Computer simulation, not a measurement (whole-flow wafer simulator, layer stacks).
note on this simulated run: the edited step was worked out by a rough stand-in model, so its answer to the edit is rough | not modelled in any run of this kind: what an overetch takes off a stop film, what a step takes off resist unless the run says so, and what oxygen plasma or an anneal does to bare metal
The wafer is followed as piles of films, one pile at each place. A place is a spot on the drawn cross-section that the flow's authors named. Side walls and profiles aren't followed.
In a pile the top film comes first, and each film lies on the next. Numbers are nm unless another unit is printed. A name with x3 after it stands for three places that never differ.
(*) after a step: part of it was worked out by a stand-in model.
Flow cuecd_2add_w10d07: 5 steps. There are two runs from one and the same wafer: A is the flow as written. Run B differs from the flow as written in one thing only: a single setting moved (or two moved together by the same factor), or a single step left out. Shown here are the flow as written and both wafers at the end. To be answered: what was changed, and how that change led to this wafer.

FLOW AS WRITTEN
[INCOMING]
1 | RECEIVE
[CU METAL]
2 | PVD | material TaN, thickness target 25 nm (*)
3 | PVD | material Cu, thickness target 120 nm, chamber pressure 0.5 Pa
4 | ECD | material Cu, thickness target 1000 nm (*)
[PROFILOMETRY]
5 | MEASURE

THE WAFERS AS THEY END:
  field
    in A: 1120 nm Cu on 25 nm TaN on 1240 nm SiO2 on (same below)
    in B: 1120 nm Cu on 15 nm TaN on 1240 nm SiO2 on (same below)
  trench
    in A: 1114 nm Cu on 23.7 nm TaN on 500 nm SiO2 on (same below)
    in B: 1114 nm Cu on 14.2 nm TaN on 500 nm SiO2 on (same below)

The reason: step 2, PVD: thickness target 15 nm was run, while the flow as written has thickness target 25 nm.
The wafer itself shows it: field has TaN 15, and step 2 as written asks for 25 nm.

Step by step, how the change led to this:
  2 | PVD | material TaN, thickness target 25 nm (*)
      field: A TaN gains 25 (new film) | B TaN gains 15 (new film)
      trench: A TaN gains 23.7 (new film) | B TaN gains 14.2 (new film)
